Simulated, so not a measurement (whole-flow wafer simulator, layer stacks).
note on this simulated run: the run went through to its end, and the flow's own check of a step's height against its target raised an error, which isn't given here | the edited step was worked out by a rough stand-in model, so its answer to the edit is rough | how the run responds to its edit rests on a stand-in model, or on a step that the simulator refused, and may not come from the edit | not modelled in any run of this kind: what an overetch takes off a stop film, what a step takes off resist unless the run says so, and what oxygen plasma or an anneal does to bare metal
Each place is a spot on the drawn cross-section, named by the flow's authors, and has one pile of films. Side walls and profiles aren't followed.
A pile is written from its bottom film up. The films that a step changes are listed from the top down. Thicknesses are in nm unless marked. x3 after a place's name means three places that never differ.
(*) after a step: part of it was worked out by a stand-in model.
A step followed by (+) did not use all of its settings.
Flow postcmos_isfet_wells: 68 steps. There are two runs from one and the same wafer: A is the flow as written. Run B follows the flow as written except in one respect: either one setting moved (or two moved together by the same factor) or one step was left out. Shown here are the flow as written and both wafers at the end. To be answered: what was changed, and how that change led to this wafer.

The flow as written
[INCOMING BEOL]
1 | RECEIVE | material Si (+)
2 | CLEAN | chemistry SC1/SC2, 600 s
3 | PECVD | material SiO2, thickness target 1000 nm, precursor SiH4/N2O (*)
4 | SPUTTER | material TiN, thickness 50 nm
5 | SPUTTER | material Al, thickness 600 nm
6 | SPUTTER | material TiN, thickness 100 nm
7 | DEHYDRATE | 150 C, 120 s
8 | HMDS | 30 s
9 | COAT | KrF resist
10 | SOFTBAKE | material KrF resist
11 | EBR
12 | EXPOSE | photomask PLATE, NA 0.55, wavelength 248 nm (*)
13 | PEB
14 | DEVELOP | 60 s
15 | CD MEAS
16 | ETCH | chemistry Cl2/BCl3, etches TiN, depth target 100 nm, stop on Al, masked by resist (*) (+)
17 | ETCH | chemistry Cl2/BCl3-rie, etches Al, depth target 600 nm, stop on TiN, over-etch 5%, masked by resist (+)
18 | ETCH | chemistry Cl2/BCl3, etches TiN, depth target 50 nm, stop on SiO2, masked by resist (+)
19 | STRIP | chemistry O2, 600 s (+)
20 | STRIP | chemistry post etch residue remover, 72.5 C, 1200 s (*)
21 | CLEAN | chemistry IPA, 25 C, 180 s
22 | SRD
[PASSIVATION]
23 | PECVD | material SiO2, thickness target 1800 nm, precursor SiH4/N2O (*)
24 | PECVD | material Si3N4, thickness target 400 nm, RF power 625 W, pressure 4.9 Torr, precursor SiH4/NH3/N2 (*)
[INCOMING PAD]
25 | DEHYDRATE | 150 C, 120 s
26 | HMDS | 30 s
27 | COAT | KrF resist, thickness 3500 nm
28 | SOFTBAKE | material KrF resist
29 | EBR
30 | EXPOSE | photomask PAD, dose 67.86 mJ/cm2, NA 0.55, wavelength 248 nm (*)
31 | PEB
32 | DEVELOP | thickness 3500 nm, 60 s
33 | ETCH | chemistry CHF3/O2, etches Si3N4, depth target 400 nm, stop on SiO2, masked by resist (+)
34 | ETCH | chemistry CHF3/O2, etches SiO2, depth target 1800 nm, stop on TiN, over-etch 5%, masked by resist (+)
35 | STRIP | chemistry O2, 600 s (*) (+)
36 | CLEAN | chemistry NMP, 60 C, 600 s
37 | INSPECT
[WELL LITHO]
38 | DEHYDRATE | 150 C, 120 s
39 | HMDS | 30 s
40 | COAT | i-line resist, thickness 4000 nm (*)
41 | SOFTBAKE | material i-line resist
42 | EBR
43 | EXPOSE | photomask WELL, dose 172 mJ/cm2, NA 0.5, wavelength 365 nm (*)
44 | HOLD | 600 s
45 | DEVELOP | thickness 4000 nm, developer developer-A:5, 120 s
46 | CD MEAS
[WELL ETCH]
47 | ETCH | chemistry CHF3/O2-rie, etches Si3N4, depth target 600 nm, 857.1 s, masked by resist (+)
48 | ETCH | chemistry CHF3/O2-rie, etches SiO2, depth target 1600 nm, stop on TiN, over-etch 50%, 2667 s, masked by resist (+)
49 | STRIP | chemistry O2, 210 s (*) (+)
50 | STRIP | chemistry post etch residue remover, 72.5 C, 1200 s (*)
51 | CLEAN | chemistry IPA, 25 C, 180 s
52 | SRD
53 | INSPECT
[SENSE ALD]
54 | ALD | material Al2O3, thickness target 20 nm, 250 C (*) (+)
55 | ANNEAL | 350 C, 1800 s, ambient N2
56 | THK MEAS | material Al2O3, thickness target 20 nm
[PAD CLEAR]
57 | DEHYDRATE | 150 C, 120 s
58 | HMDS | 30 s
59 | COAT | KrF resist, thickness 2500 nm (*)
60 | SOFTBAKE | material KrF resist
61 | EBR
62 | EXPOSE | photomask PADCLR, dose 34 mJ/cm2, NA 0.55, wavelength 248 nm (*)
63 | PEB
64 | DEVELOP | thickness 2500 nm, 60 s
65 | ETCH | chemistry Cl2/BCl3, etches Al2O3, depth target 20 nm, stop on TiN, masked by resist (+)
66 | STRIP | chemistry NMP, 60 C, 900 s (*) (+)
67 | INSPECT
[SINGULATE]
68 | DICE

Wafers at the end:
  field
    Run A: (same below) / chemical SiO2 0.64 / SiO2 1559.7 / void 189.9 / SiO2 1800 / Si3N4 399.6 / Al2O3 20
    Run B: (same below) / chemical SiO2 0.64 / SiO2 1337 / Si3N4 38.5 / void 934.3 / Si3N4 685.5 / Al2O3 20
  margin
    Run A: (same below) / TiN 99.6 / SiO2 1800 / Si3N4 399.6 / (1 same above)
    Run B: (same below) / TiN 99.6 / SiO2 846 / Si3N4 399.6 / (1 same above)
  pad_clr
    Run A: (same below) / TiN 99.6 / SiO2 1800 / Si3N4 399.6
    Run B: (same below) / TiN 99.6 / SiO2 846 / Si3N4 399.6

The reason: step 23, PECVD: thickness target 846 nm was run, whereas the flow has thickness target 1800 nm.
The wafer itself shows it: margin has SiO2 846, and step 23 as written asks for 1800 nm.

Step by step, how the change led to this:
  23 | PECVD | material SiO2, thickness target 1800 nm, precursor SiH4/N2O (*)
      field: A +1800 SiO2 (new film), +189.9 void (new film), +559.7 SiO2 | B +337 SiO2
      margin, well900, well1300 x3, pad_rim, pad_clr, pad_open: A +1800 SiO2 (new film) | B +846 SiO2 (new film)
  24 | PECVD | material Si3N4, thickness target 400 nm, RF power 625 W, pressure 4.9 Torr, precursor SiH4/NH3/N2 (*)
      field: A +400 Si3N4 (new film) | B +685.8 Si3N4 (new film), +934.3 void (new film), +38.5 Si3N4 (new film)
  34 | ETCH | chemistry CHF3/O2, etches SiO2, depth target 1800 nm, stop on TiN, over-etch 5%, masked by resist (+)
      field, margin, well900, well1300 x3, pad_rim, pad_clr: A -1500 KrF resist | B -740.2 KrF resist
      pad_open: A -1800 SiO2 (all of it) | B -846 SiO2 (all of it)
  35 | STRIP | chemistry O2, 600 s (*) (+)
      field, margin, well900, well1300 x3, pad_rim, pad_clr: A -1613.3 KrF resist (all of it) | B -2373.1 KrF resist (all of it)
  40 | COAT | i-line resist, thickness 4000 nm (*)
      pad_clr: A +3256.8 i-line resist (new film) | B +3563.3 i-line resist (new film)
      pad_open: A +4804.7 i-line resist (new film) | B +4460 i-line resist (new film)
  41 | SOFTBAKE | material i-line resist
      pad_clr: A -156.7 i-line resist | B -70.3 i-line resist
      pad_open: A +115.3 i-line resist | B +69.3 i-line resist
  48 | ETCH | chemistry CHF3/O2-rie, etches SiO2, depth target 1600 nm, stop on TiN, over-etch 50%, 2667 s, masked by resist (+)
      well900, well1300 x3: A -1600 SiO2 (all of it) | B -646 SiO2 (all of it)
  49 | STRIP | chemistry O2, 210 s (*) (+)
      pad_clr: A -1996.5 i-line resist (all of it) | B -2389.4 i-line resist (all of it)
      pad_open: A -3816.3 i-line resist (all of it) | B -3425.7 i-line resist (all of it)
  59 | COAT | KrF resist, thickness 2500 nm (*)
      field: A +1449 KrF resist (new film) | B +1904.7 KrF resist (new film)
      margin: A +1448.9 KrF resist (new film) | B +1904.7 KrF resist (new film)
      (as well as at 3 more places)
  60 | SOFTBAKE | material KrF resist
      pad_clr: A -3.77 KrF resist | B -2.31 KrF resist
  63 | PEB
      field, margin: A -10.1 KrF resist | B -13.4 KrF resist
      pad_rim: A -13.9 KrF resist | B -15.5 KrF resist
      (as well as at 2 more places)
  64 | DEVELOP | thickness 2500 nm, 60 s
      pad_clr: A -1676 KrF resist (all of it) | B -2006.6 KrF resist (all of it)
      pad_open: A -3045.1 KrF resist (all of it) | B -2802.8 KrF resist (all of it)
  66 | STRIP | chemistry NMP, 60 C, 900 s (*) (+)
      field, margin: A -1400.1 KrF resist (all of it) | B -1852.6 KrF resist (all of it)
      pad_rim: A -1923.7 KrF resist (all of it) | B -2143.7 KrF resist (all of it)
